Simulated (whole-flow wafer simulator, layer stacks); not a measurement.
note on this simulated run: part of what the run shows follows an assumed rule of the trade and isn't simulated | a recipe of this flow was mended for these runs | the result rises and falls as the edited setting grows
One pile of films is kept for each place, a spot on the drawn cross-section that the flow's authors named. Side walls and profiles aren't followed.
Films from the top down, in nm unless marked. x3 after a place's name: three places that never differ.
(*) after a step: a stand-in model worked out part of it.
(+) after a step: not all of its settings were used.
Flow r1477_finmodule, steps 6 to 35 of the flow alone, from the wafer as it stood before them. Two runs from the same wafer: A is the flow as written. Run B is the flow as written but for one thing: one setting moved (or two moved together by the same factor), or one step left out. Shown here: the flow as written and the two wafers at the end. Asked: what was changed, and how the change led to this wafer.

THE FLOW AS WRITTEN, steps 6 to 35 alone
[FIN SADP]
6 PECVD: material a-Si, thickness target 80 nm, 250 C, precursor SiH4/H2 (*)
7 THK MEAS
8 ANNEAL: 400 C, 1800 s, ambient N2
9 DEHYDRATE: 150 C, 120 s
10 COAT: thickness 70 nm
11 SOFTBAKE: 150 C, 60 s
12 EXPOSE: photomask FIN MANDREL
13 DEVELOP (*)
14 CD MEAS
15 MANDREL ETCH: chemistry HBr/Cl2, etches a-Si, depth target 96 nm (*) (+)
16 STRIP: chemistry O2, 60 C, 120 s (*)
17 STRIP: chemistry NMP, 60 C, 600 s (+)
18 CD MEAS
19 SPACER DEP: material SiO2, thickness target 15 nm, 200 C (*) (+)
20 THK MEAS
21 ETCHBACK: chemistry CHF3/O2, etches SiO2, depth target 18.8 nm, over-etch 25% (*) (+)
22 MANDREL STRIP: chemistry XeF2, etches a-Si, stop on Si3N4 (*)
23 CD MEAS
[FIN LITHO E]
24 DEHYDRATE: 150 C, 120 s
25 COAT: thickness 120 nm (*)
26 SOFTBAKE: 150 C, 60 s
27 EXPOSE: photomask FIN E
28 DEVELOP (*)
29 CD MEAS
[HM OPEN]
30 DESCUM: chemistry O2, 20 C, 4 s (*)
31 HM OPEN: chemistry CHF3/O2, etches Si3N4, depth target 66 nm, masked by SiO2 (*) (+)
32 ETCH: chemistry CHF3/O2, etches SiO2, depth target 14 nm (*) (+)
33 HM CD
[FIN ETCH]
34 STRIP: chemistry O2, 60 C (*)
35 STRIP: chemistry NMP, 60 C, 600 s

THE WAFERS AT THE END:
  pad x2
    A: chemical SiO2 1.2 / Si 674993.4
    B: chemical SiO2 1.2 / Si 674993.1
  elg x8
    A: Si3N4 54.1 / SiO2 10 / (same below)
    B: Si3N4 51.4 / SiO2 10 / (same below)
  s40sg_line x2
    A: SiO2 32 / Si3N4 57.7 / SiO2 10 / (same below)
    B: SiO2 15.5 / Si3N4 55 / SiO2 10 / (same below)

The cause: step 6, PECVD: thickness target 60.8 nm was run, where the flow has thickness target 80 nm.

How the change led to this, step by step:
  6 PECVD: material a-Si, thickness target 80 nm, 250 C, precursor SiH4/H2 (*)
      pad x2, elg x8, esg x2 and 24 more: A a-Si +80 (new film) | B a-Si +60.8 (new film)
  15 MANDREL ETCH: chemistry HBr/Cl2, etches a-Si, depth target 96 nm (*) (+)
      pad x2, elg x8, esg x2 and 18 more: A a-Si -80 (all of it), Si3N4 -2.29 | B a-Si -60.8 (all of it), Si3N4 -5.03
  22 MANDREL STRIP: chemistry XeF2, etches a-Si, stop on Si3N4 (*)
      s40cg x2, s45cg x2, s50cg x2: A a-Si -79 (all of it) | B a-Si -59.8 (all of it)
  25 COAT: thickness 120 nm (*)
      s40cg x2: A e-beam-resist +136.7 (new film) | B e-beam-resist +130.8 (new film)
      s40sg x2: A e-beam-resist +142.6 (new film) | B e-beam-resist +139.4 (new film)
      (and at 14 more places)
  28 DEVELOP (*)
      s40cg x2: A e-beam-resist -136.7 (all of it) | B e-beam-resist -130.8 (all of it)
      s40sg x2: A e-beam-resist -142.6 (all of it) | B e-beam-resist -139.4 (all of it)
      (and at 14 more places)
  31 HM OPEN: chemistry CHF3/O2, etches Si3N4, depth target 66 nm, masked by SiO2 (*) (+)
      pad x2, esg x2, e40sg x2, e100sg x2, e200sg x2, s40sg x2, s45sg x2, s50sg x2: A Si3N4 -54.1 (all of it), SiO2 -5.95 | B Si3N4 -51.4 (all of it), SiO2 -7.32
  32 ETCH: chemistry CHF3/O2, etches SiO2, depth target 14 nm (*) (+)
      pad x2, esg x2, e40sg x2, e100sg x2, e200sg x2, s40sg x2, s45sg x2, s50sg x2: A SiO2 -4.05 (all of it), Si -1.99 | B SiO2 -2.68 (all of it), Si -2.26
